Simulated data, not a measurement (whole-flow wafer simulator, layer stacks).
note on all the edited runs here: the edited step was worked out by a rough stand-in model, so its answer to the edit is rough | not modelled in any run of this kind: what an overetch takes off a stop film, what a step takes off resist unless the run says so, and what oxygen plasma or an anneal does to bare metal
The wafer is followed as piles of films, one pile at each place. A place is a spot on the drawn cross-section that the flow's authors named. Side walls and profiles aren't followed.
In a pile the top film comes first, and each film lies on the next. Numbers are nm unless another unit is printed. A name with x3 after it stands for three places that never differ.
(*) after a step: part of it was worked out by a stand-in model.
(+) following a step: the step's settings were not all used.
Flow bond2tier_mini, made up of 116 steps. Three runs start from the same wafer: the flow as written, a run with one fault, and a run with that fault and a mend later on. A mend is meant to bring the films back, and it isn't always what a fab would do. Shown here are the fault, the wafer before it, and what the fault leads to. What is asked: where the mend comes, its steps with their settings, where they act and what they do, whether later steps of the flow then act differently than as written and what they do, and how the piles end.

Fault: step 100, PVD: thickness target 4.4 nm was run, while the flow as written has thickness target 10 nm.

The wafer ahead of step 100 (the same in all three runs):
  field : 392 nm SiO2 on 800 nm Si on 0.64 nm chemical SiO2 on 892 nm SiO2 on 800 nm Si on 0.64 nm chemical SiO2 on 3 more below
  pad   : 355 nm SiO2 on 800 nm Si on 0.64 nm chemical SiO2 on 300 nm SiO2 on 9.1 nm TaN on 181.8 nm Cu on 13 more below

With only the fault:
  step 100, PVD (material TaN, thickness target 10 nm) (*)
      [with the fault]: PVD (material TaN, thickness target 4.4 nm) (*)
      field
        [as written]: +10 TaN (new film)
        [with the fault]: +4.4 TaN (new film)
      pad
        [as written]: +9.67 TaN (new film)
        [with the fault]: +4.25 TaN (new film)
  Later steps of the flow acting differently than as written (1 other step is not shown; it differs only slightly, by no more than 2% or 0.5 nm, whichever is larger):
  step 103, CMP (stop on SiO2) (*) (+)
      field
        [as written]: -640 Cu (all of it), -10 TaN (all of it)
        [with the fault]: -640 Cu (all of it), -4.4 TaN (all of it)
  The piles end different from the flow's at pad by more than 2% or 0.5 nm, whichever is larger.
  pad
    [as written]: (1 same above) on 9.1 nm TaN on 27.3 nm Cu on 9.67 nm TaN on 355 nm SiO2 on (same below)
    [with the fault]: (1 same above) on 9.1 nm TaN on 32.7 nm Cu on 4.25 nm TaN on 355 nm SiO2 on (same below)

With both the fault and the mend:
  After step 100 comes the mend.
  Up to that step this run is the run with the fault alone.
  step 100a, PVD (material TaN, thickness target 5.6 nm) (*) (the flow's step 100, run once more with other settings)
      field
        +5.6 TaN
      pad
        +5.41 TaN
  None of the later steps of the flow acts differently than as written at any place that is followed.
  When the end is reached, the piles differ only a little from the flow's at the places that both follow, at most by 2% or 0.5 nm, whichever is larger.
